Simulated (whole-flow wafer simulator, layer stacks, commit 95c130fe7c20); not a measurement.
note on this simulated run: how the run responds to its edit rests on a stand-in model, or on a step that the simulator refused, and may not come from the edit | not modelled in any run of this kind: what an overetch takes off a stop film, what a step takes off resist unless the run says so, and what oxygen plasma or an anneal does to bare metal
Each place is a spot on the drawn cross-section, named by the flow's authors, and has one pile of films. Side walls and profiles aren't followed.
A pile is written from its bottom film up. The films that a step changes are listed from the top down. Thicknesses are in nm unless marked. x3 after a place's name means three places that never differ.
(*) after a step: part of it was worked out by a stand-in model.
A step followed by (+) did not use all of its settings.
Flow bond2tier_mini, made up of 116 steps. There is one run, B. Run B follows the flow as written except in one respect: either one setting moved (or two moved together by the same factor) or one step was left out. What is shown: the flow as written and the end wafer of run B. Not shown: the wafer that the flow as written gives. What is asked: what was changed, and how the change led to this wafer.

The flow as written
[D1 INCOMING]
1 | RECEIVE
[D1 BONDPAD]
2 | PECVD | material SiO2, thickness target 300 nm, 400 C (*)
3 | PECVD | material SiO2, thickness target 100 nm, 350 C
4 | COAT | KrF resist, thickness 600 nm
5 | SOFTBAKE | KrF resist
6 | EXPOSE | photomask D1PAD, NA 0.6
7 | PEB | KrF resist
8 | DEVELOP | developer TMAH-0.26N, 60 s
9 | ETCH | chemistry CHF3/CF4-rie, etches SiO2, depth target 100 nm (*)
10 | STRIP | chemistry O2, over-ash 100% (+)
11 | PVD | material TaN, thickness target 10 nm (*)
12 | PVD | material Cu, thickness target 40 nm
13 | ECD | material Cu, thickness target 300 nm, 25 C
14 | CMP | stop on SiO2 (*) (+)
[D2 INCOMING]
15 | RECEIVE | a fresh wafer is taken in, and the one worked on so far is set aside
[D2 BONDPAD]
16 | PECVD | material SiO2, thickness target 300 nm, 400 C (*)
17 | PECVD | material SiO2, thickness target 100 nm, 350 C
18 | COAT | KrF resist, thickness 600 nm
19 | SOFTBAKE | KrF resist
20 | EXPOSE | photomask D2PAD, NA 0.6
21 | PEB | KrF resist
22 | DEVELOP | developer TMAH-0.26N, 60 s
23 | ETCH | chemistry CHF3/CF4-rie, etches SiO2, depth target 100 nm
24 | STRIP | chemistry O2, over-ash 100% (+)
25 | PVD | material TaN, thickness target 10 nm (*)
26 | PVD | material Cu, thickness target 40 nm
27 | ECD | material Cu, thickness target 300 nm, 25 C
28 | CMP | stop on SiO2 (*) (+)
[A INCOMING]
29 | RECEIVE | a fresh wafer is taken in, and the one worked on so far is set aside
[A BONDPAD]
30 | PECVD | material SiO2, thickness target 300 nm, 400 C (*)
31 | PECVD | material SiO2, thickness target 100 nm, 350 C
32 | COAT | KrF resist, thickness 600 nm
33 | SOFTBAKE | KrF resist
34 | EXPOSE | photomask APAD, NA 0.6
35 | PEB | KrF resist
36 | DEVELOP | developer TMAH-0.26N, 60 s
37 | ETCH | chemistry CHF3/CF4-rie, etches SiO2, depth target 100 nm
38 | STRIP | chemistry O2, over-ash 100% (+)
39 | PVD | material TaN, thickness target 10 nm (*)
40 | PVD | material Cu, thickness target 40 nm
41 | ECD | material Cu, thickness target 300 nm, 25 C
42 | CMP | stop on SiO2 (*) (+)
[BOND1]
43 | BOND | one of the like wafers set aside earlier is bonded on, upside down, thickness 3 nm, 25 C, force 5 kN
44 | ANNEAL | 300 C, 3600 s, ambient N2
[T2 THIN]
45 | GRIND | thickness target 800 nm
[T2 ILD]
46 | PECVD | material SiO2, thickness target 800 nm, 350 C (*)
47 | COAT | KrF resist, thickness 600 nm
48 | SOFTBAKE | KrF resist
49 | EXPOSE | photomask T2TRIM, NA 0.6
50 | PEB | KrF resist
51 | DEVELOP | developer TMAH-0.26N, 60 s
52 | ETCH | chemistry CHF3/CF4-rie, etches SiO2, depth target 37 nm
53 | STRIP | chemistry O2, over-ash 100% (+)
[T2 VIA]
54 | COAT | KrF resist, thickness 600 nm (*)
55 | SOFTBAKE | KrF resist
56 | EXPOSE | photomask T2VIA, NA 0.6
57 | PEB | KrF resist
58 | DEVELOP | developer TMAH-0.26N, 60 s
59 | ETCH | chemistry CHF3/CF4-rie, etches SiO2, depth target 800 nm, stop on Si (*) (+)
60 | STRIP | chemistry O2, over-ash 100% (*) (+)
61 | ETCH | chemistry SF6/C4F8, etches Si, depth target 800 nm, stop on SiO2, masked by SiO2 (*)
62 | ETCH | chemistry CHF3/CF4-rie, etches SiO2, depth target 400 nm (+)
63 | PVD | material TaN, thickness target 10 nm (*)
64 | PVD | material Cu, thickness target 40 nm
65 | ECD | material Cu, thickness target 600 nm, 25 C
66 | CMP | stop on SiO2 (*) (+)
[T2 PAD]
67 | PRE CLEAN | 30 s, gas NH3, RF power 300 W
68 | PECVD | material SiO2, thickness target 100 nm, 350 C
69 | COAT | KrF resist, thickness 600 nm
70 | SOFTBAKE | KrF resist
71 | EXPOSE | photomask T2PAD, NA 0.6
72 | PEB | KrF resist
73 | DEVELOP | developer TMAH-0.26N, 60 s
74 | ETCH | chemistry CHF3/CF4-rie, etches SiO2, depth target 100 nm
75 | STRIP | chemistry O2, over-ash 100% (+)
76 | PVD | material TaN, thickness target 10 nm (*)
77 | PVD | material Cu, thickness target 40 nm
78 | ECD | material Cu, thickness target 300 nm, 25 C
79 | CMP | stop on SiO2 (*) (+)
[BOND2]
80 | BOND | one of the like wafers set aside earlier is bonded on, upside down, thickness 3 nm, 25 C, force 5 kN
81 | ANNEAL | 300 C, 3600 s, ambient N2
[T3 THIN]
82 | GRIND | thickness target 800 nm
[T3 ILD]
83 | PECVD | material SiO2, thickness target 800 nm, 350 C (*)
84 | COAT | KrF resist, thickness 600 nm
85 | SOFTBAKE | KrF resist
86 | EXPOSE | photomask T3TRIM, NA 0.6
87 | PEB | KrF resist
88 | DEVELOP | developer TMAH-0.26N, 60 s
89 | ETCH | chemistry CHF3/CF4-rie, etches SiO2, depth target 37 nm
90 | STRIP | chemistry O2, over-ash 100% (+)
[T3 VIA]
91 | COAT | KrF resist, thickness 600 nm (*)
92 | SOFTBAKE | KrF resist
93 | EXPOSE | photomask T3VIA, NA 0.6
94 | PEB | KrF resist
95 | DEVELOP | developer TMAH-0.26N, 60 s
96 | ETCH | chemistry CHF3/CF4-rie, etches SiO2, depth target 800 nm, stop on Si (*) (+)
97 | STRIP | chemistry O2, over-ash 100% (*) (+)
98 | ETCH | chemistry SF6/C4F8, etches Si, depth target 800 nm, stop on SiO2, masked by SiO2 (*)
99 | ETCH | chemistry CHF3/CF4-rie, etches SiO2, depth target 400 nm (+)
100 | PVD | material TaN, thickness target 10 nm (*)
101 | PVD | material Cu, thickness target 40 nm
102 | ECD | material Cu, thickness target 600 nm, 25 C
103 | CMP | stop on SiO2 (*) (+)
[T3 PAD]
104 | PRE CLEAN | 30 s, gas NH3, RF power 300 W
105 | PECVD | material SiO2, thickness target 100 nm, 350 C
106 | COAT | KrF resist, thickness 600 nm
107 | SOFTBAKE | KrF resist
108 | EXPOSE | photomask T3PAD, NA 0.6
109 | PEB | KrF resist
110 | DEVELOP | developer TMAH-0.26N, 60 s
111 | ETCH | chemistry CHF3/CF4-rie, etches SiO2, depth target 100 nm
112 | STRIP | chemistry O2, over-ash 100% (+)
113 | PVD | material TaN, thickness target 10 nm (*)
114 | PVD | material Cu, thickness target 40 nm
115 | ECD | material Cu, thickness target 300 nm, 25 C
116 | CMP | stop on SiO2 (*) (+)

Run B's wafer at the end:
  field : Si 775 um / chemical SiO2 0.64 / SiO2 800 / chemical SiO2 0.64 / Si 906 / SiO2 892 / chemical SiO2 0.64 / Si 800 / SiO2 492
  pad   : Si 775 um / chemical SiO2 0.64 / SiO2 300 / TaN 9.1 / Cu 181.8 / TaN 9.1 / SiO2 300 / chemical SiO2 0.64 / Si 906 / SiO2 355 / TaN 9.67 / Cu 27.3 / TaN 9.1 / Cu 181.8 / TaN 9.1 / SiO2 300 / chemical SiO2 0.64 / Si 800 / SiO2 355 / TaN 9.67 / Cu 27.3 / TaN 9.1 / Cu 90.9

Cause: step 45, GRIND: thickness target 906 nm was run, while the flow as written has thickness target 800 nm.
The wafer lets one read it off: field has Si 906, and step 45 as written asks for 800 nm.

Step by step, how the change led to this:
  45 | GRIND | thickness target 800 nm
      field, pad, via: Si loses 774.09 um (as written it would have been: Si loses 774.2 um)
